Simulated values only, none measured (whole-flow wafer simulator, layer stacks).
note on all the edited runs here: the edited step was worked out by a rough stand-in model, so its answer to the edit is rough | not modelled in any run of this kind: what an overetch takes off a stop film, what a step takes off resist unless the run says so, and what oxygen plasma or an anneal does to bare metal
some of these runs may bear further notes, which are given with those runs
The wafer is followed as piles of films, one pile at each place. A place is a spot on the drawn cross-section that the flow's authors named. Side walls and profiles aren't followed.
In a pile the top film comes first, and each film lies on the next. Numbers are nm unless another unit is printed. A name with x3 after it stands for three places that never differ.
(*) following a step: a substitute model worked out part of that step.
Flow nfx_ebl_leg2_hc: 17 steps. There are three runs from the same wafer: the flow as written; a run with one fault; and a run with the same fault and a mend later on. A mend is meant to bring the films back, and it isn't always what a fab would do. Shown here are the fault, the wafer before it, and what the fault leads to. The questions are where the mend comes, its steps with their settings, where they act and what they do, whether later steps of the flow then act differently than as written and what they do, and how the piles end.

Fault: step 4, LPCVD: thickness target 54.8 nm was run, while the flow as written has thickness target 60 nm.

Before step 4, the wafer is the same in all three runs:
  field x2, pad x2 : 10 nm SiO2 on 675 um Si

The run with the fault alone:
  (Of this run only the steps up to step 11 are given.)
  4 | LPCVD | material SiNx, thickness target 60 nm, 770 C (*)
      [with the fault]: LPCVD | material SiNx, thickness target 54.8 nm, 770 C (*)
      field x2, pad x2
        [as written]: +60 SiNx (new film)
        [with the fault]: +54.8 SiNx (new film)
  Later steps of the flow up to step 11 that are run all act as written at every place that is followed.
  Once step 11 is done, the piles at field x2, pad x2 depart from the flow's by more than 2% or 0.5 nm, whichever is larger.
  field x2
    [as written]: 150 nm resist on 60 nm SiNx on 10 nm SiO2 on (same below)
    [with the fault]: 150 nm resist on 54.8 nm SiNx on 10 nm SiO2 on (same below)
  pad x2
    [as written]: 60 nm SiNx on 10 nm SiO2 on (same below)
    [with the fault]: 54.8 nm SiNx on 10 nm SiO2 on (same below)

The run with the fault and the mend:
  The mend stands after step 5.
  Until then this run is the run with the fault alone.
  5a | LPCVD | material SiNx, thickness target 5.2 nm, 770 C (*) (a further turn of the flow's step 4, with different settings)
      field x2, pad x2
        +5.2 SiNx
  Later steps of the flow that are run all act as written at every place that is followed.
  The piles end the same as the flow's at every place that both follow.
